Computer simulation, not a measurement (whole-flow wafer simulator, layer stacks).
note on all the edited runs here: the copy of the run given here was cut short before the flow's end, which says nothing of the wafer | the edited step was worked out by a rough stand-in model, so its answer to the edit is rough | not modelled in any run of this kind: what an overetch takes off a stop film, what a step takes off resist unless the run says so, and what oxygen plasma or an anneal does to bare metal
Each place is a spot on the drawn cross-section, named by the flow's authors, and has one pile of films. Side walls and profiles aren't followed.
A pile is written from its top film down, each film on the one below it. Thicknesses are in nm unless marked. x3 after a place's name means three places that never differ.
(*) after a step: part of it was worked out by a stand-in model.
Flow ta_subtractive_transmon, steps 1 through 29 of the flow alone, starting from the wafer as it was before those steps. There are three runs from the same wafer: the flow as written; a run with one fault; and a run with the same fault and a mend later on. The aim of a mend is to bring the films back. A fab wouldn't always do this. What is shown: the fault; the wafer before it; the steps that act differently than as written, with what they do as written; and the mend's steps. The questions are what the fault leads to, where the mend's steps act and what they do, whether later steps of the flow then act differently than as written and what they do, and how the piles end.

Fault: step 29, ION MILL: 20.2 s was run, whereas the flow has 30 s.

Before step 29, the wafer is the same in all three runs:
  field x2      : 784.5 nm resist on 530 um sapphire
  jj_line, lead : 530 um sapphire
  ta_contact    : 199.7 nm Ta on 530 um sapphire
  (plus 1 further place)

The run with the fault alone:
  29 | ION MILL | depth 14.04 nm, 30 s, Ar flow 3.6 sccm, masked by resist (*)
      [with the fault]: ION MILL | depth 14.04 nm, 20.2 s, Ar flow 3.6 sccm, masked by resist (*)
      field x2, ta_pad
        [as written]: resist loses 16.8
        [with the fault]: resist loses 11.3
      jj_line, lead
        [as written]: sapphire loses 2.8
        [with the fault]: sapphire loses 1.88
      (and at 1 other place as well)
  Later steps of the flow that are run all act as written at every place that is followed.
  When the end is reached, the piles differ only a little from the flow's at the places that both follow, at most by 2% or 0.5 nm, whichever is larger.

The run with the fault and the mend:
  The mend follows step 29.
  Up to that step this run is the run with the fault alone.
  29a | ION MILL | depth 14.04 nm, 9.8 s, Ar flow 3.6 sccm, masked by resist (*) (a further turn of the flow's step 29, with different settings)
      field x2, ta_pad
        resist loses 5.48
      jj_line, lead
        sapphire loses 0.91
      ta_contact
        Ta loses 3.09
  Later steps of the flow that are run all act as written at every place that is followed.
  The piles end the same as the flow's at every place that both follow.
